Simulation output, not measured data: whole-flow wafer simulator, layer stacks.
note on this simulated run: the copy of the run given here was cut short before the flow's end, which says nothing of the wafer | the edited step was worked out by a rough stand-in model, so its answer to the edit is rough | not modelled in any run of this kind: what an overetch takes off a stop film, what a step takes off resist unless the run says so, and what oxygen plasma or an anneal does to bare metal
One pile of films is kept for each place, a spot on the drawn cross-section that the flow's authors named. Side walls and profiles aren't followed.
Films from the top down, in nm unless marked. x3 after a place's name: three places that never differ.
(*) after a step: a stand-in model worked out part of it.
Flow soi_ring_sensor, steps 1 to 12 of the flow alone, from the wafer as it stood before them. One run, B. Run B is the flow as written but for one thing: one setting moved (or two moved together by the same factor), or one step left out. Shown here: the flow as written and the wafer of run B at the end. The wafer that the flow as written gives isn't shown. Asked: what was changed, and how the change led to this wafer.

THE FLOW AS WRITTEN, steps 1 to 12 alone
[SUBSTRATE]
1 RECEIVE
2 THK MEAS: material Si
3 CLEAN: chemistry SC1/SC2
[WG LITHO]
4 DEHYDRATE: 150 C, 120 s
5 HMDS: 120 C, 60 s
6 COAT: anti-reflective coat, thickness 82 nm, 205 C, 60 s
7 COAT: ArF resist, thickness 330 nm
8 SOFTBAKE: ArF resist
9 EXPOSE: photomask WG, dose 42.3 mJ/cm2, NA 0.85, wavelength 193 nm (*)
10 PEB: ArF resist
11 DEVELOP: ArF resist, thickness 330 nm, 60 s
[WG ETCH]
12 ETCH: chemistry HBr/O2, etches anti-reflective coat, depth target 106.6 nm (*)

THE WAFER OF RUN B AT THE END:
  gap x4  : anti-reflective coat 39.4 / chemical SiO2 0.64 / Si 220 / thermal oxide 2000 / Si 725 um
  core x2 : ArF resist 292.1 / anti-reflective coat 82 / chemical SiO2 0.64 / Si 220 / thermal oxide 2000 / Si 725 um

The cause: step 12, ETCH: depth target 42.6 nm was run, where the flow has depth target 106.6 nm.

How the change led to this, step by step:
  12 ETCH: chemistry HBr/O2, etches anti-reflective coat, depth target 106.6 nm (*)
      gap x4: anti-reflective coat -42.6 (as written it would be: anti-reflective coat -82 (all of it), chemical SiO2 -0.64 (all of it))
      core x2: ArF resist -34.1 (as written it would be: ArF resist -85.3)
